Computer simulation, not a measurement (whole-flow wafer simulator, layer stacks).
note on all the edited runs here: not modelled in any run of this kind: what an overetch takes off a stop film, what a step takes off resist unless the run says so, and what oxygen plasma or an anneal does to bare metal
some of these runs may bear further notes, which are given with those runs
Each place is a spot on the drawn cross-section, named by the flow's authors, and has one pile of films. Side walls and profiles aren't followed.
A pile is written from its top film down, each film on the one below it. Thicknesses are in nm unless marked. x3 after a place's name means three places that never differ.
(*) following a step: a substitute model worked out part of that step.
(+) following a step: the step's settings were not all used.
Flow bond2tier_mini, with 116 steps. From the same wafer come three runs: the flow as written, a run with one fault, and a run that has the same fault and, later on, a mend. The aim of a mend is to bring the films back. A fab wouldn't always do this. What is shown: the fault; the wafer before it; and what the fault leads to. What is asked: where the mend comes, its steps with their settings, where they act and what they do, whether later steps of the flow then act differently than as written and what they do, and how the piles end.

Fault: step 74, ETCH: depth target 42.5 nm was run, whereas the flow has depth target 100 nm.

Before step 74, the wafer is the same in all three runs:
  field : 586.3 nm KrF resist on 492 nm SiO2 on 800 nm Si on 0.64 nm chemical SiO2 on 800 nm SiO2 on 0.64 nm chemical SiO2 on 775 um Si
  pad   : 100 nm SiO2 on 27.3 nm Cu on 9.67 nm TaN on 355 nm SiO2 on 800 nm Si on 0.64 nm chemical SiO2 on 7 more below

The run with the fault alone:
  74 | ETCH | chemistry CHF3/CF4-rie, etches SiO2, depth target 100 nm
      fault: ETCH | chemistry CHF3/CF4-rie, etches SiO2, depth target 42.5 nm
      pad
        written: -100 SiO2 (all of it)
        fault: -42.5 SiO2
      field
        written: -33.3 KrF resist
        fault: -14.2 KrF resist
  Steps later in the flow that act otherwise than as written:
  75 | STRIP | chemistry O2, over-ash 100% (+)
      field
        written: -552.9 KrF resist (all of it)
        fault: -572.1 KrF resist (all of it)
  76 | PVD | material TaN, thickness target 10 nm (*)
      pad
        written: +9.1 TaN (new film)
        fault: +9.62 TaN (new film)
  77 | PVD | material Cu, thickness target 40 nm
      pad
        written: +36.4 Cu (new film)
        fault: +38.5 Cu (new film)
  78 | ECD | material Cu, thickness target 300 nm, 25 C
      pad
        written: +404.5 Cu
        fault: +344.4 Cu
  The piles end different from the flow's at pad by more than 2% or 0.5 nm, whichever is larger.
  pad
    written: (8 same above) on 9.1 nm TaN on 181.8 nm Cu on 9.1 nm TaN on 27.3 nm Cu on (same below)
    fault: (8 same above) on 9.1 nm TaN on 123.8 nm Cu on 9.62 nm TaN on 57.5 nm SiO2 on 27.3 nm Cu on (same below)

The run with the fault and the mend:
  After step 75 comes the mend.
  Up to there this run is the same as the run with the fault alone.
  75a | COAT | KrF resist, thickness 600 nm (*) (a further turn of the flow's step 69)
      field
        +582 KrF resist (new film)
      pad
        +618.8 KrF resist (new film)
  75b | SOFTBAKE | KrF resist (a further turn of the flow's step 70)
      leaves every film unchanged at each place that is followed
  75c | EXPOSE | photomask T2PAD, NA 0.6 (a further turn of the flow's step 71)
      leaves every film unchanged at each place that is followed
  75d | PEB | KrF resist (a further turn of the flow's step 72)
      leaves every film unchanged at each place that is followed
  75e | DEVELOP | developer TMAH-0.26N, 60 s (a further turn of the flow's step 73)
      field
        -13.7 KrF resist
      pad
        -618.8 KrF resist (all of it)
  75f | ETCH | chemistry CHF3/CF4-rie, etches SiO2, depth target 57.5 nm (a further turn of the flow's step 74, with different settings)
      field
        -19.2 KrF resist
      pad
        -57.5 SiO2 (all of it)
  75g | STRIP | chemistry O2, over-ash 100% (+) (a further turn of the flow's step 75)
      field
        -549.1 KrF resist (all of it)
  None of the later steps of the flow acts differently than as written at any place that is followed.
  At every place that both follow, the piles at the end match the flow's.
